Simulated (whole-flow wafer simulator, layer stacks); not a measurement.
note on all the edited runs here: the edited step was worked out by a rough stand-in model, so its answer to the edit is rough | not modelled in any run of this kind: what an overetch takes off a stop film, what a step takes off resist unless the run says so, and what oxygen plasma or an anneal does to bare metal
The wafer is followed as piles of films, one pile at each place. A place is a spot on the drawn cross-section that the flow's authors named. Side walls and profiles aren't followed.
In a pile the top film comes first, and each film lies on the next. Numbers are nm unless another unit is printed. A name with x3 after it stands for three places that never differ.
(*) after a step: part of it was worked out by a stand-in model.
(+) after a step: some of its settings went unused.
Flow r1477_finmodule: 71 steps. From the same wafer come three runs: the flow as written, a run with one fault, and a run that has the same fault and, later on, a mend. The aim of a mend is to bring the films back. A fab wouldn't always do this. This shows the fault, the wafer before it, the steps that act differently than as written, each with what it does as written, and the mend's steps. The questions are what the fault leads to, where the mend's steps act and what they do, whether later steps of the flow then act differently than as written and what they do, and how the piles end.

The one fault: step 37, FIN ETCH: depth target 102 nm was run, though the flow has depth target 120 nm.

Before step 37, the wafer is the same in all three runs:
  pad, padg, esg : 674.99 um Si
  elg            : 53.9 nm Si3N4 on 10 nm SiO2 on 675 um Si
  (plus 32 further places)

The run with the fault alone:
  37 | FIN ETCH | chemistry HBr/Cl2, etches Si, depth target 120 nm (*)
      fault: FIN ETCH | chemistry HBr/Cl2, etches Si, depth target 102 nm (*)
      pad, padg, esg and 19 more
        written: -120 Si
        fault: -102 Si
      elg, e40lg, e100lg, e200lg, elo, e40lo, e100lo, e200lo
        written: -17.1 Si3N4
        fault: -14.6 Si3N4
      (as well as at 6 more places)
  Later steps of the flow acting differently than as written (not shown: 5 more steps that differ only slightly, by at most 2% or 0.5 nm, whichever is larger):
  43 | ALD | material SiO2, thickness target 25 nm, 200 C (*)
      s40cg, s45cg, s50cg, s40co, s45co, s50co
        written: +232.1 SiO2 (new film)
        fault: +215.5 SiO2 (new film)
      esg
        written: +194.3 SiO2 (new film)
        fault: +178.8 SiO2 (new film)
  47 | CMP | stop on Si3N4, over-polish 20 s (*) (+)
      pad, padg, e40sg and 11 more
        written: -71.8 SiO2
        fault: -89.8 SiO2
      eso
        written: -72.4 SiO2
        fault: -90.4 SiO2
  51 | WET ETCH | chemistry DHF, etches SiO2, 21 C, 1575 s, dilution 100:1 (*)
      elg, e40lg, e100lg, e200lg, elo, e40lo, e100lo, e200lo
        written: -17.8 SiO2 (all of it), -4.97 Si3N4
        fault: -15.3 SiO2 (all of it), -5.18 Si3N4
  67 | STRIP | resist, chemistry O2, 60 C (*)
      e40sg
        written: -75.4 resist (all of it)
        fault: -77.6 resist (all of it)
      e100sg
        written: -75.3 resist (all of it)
        fault: -77.5 resist (all of it)
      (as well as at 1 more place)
  At pad, padg, elg and 27 more, the piles at the end differ from the flow's by more than 2% or 0.5 nm, whichever is larger.
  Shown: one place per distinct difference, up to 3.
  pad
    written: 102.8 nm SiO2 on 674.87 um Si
    fault: 84.9 nm SiO2 on 674.89 um Si
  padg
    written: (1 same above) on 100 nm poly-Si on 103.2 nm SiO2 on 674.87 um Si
    fault: (1 same above) on 100 nm poly-Si on 85.3 nm SiO2 on 674.89 um Si
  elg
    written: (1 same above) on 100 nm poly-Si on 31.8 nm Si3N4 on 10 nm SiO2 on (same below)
    fault: (1 same above) on 100 nm poly-Si on 34.1 nm Si3N4 on 10 nm SiO2 on (same below)

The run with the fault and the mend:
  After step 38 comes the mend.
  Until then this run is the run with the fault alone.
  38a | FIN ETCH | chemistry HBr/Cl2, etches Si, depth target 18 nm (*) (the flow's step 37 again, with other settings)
      pad, padg, esg and 19 more
        -18 Si
      elg, e40lg, e100lg, e200lg, elo, e40lo, e100lo, e200lo
        -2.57 Si3N4
      s40sg_line, s45sg_line, s50sg_line, s40so_line, s45so_line, s50so_line
        -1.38 SiO2
  Later steps of the flow that are run all act as written at every place that is followed.
  By the end, the piles equal the flow's at every place that both follow.
